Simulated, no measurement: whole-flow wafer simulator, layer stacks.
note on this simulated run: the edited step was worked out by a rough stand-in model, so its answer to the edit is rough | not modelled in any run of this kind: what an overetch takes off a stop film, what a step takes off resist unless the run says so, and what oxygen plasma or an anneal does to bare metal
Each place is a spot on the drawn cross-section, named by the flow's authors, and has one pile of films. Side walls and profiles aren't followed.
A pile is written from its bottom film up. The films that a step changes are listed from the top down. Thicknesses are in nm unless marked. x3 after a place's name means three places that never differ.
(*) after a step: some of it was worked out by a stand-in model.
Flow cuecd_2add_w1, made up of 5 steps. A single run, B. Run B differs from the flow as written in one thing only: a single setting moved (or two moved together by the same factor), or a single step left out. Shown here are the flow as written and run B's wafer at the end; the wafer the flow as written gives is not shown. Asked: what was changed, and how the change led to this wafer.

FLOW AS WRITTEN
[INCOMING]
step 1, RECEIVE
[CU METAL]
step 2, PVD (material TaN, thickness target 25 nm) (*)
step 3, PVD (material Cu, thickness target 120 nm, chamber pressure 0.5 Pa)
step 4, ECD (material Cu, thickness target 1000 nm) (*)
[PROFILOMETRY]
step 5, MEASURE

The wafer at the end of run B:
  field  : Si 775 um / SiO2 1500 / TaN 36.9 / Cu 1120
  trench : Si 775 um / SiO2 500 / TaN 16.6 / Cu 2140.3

The reason: step 2, PVD: thickness target 36.9 nm was run, though the flow has thickness target 25 nm.
The wafer itself shows it: field has TaN 36.9, and step 2 as written asks for 25 nm.

Step by step, how the change led to this:
  step 2, PVD (material TaN, thickness target 25 nm) (*)
      field: TaN gains 36.9 (new film) (in the flow as written it would be: TaN gains 25 (new film))
      trench: TaN gains 16.6 (new film) (in the flow as written it would be: TaN gains 11.2 (new film))
